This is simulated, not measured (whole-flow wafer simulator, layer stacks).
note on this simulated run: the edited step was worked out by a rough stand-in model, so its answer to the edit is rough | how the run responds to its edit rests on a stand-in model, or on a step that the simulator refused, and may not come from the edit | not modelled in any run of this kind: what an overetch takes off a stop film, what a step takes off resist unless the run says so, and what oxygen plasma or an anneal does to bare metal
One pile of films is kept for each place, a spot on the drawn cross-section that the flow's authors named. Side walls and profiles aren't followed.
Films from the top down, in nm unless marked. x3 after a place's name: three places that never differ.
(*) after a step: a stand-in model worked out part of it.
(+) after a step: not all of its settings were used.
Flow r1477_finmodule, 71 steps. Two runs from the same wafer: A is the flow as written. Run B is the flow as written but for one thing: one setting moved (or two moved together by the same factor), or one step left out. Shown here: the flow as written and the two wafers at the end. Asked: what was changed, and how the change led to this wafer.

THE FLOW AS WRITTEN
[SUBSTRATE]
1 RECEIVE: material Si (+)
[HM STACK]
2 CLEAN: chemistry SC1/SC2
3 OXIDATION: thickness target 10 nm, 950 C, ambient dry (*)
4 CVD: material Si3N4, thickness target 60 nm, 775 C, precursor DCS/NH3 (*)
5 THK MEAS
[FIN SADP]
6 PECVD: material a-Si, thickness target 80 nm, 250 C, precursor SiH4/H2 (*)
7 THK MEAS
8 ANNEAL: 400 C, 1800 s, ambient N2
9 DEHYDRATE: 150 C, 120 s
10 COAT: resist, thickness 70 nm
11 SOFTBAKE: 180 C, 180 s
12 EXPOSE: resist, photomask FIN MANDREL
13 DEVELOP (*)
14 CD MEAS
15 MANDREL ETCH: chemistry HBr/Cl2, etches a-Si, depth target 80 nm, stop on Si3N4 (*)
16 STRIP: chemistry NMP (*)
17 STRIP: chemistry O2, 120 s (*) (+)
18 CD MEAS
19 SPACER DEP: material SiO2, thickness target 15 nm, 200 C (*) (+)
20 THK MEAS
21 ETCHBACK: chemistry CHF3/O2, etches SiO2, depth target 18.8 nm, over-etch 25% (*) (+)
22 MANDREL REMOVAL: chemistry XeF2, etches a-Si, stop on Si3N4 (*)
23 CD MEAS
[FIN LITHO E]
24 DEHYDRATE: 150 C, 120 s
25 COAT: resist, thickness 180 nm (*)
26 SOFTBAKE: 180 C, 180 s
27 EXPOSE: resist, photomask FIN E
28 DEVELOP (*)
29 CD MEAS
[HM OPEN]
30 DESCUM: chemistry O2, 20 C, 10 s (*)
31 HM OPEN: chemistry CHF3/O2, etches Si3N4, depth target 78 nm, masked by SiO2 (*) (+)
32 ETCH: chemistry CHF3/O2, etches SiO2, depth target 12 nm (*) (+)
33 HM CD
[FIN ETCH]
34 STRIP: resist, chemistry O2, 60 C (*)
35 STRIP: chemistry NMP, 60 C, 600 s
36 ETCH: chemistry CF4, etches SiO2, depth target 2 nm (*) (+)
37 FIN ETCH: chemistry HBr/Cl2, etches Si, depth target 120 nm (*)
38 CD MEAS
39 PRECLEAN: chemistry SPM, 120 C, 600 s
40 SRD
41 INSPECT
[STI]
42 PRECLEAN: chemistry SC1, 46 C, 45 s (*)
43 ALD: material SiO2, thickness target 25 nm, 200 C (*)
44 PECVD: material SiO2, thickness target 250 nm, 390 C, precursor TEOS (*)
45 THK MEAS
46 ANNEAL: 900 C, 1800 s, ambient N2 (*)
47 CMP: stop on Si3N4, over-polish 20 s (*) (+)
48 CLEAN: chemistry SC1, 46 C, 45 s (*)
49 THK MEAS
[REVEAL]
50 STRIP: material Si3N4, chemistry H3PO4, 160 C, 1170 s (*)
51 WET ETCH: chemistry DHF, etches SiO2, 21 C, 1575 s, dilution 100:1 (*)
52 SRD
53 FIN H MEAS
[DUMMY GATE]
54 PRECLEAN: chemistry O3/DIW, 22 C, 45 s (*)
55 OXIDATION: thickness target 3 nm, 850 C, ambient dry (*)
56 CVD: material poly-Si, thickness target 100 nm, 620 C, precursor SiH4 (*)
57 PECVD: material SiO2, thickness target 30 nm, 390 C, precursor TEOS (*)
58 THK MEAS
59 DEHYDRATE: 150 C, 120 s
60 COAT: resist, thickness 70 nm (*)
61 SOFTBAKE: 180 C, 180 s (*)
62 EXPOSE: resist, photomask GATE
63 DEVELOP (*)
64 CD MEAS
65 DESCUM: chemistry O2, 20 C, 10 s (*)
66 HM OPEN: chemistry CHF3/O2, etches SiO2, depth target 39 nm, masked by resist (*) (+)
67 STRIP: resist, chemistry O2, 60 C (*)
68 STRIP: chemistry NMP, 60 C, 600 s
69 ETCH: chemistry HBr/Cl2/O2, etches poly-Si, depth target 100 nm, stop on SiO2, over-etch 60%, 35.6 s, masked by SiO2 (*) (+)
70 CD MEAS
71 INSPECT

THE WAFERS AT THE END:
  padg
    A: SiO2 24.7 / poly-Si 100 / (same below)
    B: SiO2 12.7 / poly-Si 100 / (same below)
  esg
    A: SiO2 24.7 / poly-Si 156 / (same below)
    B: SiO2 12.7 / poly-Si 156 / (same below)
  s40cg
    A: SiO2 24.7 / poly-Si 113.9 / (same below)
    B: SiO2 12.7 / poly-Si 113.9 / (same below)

The cause: step 57, PECVD: thickness target 18 nm was run, where the flow has thickness target 30 nm.

How the change led to this, step by step:
  57 PECVD: material SiO2, thickness target 30 nm, 390 C, precursor TEOS (*)
      pad, padg, elg and 33 more: A SiO2 +30 (new film) | B SiO2 +18 (new film)
  66 HM OPEN: chemistry CHF3/O2, etches SiO2, depth target 39 nm, masked by resist (*) (+)
      pad, elo, eso and 15 more: A SiO2 -30 (all of it), poly-Si -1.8 | B SiO2 -18 (all of it), poly-Si -1.8
      padg, elg, esg and 15 more: A resist -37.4 | B resist -25.9
  67 STRIP: resist, chemistry O2, 60 C (*)
      padg, elg, esg: A resist -15.9 (all of it) | B resist -27.4 (all of it)
      e40lg, e100lg, e200lg: A resist -12.8 (all of it) | B resist -24.3 (all of it)
      (and at 12 more places)
